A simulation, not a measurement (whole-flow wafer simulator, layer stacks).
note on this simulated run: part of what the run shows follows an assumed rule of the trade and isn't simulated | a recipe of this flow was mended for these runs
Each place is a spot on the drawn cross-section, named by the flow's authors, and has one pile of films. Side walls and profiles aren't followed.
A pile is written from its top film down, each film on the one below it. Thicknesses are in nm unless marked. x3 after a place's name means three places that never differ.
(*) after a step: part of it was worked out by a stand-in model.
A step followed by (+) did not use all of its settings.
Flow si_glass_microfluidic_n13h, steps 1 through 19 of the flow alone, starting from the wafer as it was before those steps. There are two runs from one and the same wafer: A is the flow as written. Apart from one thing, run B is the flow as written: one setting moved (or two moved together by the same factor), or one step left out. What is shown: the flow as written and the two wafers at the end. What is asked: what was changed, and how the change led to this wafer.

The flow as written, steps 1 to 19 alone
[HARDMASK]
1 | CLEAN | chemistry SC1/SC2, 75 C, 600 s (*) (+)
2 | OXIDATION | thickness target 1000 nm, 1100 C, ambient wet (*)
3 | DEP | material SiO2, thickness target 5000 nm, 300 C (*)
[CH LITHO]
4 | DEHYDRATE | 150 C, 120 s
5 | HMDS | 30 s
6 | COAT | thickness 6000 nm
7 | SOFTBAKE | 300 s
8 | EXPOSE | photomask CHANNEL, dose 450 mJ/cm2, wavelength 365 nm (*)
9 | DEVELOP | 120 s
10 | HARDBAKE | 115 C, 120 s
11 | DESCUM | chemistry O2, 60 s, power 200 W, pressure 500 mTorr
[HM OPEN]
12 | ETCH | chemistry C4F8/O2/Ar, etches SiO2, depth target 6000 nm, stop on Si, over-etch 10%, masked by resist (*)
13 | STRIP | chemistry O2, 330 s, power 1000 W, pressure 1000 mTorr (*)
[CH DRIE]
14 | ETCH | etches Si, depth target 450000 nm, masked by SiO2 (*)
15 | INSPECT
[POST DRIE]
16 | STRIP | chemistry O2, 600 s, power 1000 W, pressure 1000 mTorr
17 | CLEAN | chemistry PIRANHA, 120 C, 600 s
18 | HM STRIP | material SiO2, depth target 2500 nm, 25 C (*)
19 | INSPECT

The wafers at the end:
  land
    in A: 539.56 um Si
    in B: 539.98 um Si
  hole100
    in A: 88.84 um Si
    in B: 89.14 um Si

The reason: step 2, OXIDATION: 770 C was run, while the flow as written has 1100 C.

Step by step, how the change led to this:
  2 | OXIDATION | thickness target 1000 nm, 1100 C, ambient wet (*)
      land, hole100: A +1000 SiO2 (new film), -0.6 chemical SiO2 (all of it), -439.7 Si | B +35.9 SiO2 (new film), -0.6 chemical SiO2 (all of it), -15.5 Si
  12 | ETCH | chemistry C4F8/O2/Ar, etches SiO2, depth target 6000 nm, stop on Si, over-etch 10%, masked by resist (*)
      land: A -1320 thick-i-line-resist | B -1107.9 thick-i-line-resist
      hole100: A -6000 SiO2 (all of it), -75 Si | B -5035.9 SiO2 (all of it), -195.5 Si
  13 | STRIP | chemistry O2, 330 s, power 1000 W, pressure 1000 mTorr (*)
      land: A -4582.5 thick-i-line-resist (all of it) | B -4794.6 thick-i-line-resist (all of it)
  18 | HM STRIP | material SiO2, depth target 2500 nm, 25 C (*)
      land: A -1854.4 SiO2 (all of it) | B -892.7 SiO2 (all of it)
